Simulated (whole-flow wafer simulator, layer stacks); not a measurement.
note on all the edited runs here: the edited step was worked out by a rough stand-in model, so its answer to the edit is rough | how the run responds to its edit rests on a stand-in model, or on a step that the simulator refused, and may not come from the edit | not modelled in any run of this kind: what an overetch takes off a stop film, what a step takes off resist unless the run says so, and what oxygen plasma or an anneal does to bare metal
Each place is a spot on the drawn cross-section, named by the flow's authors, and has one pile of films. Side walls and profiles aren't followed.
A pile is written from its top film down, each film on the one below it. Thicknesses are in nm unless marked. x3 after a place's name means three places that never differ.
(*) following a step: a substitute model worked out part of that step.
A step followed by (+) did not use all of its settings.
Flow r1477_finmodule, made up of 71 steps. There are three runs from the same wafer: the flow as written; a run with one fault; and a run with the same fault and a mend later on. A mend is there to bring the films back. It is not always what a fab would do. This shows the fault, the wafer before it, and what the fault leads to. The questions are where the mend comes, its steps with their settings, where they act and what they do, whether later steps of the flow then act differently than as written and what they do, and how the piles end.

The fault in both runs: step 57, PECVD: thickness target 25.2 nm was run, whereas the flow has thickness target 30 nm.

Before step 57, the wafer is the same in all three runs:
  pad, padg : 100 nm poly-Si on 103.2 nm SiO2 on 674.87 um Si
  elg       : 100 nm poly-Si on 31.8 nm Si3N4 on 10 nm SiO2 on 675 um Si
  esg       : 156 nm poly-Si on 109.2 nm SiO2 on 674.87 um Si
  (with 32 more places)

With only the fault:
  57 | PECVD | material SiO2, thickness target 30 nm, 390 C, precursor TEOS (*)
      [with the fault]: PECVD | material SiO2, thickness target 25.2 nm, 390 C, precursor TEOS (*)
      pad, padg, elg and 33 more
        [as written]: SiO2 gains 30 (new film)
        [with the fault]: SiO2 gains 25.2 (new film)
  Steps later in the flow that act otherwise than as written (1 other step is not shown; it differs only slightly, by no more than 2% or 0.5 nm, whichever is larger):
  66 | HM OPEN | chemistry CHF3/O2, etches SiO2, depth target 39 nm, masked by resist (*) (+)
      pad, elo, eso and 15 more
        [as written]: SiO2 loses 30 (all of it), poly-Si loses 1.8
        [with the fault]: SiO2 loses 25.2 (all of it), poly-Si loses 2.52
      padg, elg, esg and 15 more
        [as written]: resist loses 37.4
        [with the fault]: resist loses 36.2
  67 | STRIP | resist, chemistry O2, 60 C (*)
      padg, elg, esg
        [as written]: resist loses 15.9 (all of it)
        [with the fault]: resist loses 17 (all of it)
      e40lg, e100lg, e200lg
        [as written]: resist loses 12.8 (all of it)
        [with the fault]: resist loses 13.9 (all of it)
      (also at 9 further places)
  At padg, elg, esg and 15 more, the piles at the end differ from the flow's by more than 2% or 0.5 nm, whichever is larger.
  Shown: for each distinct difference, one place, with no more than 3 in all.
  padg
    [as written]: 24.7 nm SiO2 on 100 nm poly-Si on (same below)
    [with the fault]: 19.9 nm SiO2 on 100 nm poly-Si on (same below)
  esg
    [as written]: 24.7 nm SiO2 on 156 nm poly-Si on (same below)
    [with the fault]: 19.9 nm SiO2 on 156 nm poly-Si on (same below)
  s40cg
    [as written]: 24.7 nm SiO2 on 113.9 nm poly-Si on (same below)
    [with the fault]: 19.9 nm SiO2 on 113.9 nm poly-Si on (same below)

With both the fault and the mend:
  The mend follows step 64.
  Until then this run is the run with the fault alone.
  64a | STRIP | resist, chemistry O2, 60 C
      padg, elg, esg
        resist loses 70 (all of it)
      e40lg, e100lg, e200lg
        resist loses 66.9 (all of it)
      s40sg, s45sg
        resist loses 91 (all of it)
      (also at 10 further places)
  64b | PECVD | material SiO2, thickness target 4.8 nm, 390 C, precursor TEOS (*) (a further turn of the flow's step 57, with different settings)
      pad, padg, elg and 33 more
        SiO2 gains 4.8
  64c | COAT | resist, thickness 70 nm (*) (a further turn of the flow's step 60)
      e40lg, e100lg, e200lg, elo, e40lo, e100lo, e200lo
        resist gains 66.9 (new film)
      pad, padg, elg, esg
        resist gains 70 (new film)
      s40sg, s45sg, s40so, s45so
        resist gains 91 (new film)
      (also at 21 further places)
  64d | SOFTBAKE | 180 C, 180 s (*) (a further turn of the flow's step 61)
      leaves every film unchanged at each place that is followed
  64e | EXPOSE | resist, photomask GATE (a further turn of the flow's step 62)
      leaves every film unchanged at each place that is followed
  64f | DEVELOP (*) (a further turn of the flow's step 63)
      elo, e40lo, e100lo, e200lo
        resist loses 66.9 (all of it)
      eso, e40so
        resist loses 129.5 (all of it)
      s40so, s45so
        resist loses 91 (all of it)
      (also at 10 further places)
  Every later step of the flow that is run acts as written at every place that is followed.
  The piles end the same as the flow's at every place that both follow.
